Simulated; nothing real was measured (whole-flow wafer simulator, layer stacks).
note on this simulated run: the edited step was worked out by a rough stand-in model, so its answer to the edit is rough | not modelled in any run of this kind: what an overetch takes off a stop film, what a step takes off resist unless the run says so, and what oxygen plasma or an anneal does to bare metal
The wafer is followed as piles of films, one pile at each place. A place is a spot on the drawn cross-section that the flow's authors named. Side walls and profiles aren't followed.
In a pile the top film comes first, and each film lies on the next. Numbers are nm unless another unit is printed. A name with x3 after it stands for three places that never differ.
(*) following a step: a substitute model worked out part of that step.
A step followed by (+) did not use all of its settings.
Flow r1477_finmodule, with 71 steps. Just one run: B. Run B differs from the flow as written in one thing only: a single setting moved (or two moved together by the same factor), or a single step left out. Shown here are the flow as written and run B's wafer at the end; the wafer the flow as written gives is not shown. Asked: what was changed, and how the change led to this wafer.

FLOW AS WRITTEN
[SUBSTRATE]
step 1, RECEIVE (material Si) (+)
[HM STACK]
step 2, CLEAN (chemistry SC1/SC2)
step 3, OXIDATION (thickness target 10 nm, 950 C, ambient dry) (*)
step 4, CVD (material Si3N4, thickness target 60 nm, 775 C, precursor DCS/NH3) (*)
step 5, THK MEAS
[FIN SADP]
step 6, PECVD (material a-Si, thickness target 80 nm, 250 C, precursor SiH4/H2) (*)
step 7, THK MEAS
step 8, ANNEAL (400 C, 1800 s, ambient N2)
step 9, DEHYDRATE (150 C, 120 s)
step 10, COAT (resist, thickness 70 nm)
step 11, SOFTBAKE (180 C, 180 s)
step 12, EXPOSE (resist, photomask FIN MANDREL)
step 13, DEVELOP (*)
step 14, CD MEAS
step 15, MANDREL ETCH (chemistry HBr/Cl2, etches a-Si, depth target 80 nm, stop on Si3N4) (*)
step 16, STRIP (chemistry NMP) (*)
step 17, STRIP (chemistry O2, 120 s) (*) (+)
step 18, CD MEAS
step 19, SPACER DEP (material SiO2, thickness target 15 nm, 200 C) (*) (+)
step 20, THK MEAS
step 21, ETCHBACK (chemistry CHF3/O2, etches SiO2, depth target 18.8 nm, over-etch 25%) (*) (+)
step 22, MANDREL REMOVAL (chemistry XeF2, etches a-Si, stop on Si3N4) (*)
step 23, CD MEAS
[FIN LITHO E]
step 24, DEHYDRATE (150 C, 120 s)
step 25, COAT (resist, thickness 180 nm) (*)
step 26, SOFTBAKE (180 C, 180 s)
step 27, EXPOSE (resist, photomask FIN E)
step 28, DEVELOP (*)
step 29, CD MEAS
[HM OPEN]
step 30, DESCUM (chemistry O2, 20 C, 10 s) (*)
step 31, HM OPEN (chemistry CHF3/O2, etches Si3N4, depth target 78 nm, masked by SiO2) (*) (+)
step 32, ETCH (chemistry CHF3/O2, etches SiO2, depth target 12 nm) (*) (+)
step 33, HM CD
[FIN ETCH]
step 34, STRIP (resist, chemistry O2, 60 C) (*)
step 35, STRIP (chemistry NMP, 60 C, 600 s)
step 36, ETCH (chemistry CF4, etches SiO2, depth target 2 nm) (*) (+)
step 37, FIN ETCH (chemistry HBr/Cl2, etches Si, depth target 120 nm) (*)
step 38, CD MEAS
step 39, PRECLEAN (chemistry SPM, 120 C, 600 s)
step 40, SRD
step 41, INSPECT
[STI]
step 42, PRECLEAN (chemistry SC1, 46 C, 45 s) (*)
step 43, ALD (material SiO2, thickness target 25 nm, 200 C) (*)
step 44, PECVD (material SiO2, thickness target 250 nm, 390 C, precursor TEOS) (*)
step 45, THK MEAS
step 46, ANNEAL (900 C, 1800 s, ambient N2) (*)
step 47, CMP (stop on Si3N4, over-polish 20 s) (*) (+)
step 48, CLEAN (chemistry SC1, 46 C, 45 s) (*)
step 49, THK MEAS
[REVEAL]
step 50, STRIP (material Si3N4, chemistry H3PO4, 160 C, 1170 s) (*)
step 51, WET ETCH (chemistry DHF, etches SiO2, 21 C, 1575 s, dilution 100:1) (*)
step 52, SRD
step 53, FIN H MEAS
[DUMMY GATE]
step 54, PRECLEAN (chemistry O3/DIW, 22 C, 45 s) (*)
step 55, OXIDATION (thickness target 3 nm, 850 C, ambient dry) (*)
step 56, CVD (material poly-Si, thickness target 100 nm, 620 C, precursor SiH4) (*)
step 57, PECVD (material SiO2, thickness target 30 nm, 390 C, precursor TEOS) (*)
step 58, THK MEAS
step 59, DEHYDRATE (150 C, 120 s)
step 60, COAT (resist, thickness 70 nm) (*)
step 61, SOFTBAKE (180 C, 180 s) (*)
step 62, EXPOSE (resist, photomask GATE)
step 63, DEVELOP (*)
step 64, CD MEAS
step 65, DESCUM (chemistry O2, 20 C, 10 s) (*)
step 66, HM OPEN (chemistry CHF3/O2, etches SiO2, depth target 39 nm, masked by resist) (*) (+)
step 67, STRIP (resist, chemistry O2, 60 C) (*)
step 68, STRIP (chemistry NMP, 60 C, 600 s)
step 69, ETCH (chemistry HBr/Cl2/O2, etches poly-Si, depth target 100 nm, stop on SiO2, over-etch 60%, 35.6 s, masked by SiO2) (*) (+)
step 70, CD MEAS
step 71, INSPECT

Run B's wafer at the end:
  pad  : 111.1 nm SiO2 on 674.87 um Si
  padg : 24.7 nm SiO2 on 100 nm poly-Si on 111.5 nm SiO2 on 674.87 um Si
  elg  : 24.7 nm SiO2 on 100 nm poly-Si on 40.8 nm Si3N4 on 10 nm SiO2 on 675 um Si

The reason: step 4, CVD: thickness target 69 nm was run, while the flow as written has thickness target 60 nm.

Step by step, how the change led to this:
  step 4, CVD (material Si3N4, thickness target 60 nm, 775 C, precursor DCS/NH3) (*)
      pad, padg, elg and 33 more: Si3N4 gains 69 (new film) (as written it would have been: Si3N4 gains 60 (new film))
  step 31, HM OPEN (chemistry CHF3/O2, etches Si3N4, depth target 78 nm, masked by SiO2) (*) (+)
      pad, padg, esg and 13 more: Si3N4 loses 65.4 (all of it), SiO2 loses 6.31 (as written it would have been: Si3N4 loses 56.4 (all of it), SiO2 loses 10 (all of it))
      s40cg, s45cg, s50cg, s40co, s45co, s50co: Si3N4 loses 69 (all of it), SiO2 loses 4.5 (as written it would have been: Si3N4 loses 60 (all of it), SiO2 loses 9)
  step 32, ETCH (chemistry CHF3/O2, etches SiO2, depth target 12 nm) (*) (+)
      pad, padg, e40sg and 11 more: SiO2 loses 3.69 (all of it), Si loses 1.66 (as written it would have been: Si loses 2.4)
      esg, eso: SiO2 loses 3.69 (all of it), Si loses 1.66 (as written it would have been: Si loses 1.77)
      (also at 6 further places)
  step 43, ALD (material SiO2, thickness target 25 nm, 200 C) (*)
      s40cg, s45cg, s50cg, s40co, s45co, s50co: SiO2 gains 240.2 (new film) (as written it would have been: SiO2 gains 232.1 (new film))
      esg: SiO2 gains 203.1 (new film) (as written it would have been: SiO2 gains 194.3 (new film))
  step 47, CMP (stop on Si3N4, over-polish 20 s) (*) (+)
      pad, padg, e40sg and 11 more: SiO2 loses 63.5 (as written it would have been: SiO2 loses 71.8)
      eso: SiO2 loses 63.5 (as written it would have been: SiO2 loses 72.4)
  step 50, STRIP (material Si3N4, chemistry H3PO4, 160 C, 1170 s) (*)
      s40sg_line, s45sg_line, s50sg_line, s40so_line, s45so_line, s50so_line: Si3N4 loses 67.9 (all of it), SiO2 loses 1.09 (as written it would have been: Si3N4 loses 58.9 (all of it), SiO2 loses 1.37)
  step 56, CVD (material poly-Si, thickness target 100 nm, 620 C, precursor SiH4) (*)
      s40cg, s40co: poly-Si gains 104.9 (new film) (as written it would have been: poly-Si gains 113.9 (new film))
      s45cg, s45co: poly-Si gains 104.4 (new film) (as written it would have been: poly-Si gains 113.4 (new film))
      (also at 2 further places)
  step 60, COAT (resist, thickness 70 nm) (*)
      s40sg, s40so: resist gains 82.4 (new film) (as written it would have been: resist gains 91 (new film))
      s45sg, s45so: resist gains 82.3 (new film) (as written it would have been: resist gains 91 (new film))
      (also at 2 further places)
  step 63, DEVELOP (*)
      s40so: resist loses 82.4 (all of it) (as written it would have been: resist loses 91 (all of it))
      s45so: resist loses 82.3 (all of it) (as written it would have been: resist loses 91 (all of it))
      (also at 1 further place)
  step 67, STRIP (resist, chemistry O2, 60 C) (*)
      s40sg: resist loses 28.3 (all of it) (as written it would have been: resist loses 36.9 (all of it))
      s45sg: resist loses 28.2 (all of it) (as written it would have been: resist loses 36.9 (all of it))
      (also at 1 further place)
  step 69, ETCH (chemistry HBr/Cl2/O2, etches poly-Si, depth target 100 nm, stop on SiO2, over-etch 60%, 35.6 s, masked by SiO2) (*) (+)
      s40co: chemical SiO2 loses 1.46 (all of it), poly-Si loses 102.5 (all of it), SiO2 loses 0.29 (as written it would have been: chemical SiO2 loses 1.46 (all of it), poly-Si loses 111.5 (all of it), SiO2 loses 0.24)
      s45co: chemical SiO2 loses 1.46 (all of it), poly-Si loses 101.9 (all of it), SiO2 loses 0.29 (as written it would have been: chemical SiO2 loses 1.46 (all of it), poly-Si loses 110.9 (all of it), SiO2 loses 0.25)
      (also at 1 further place)
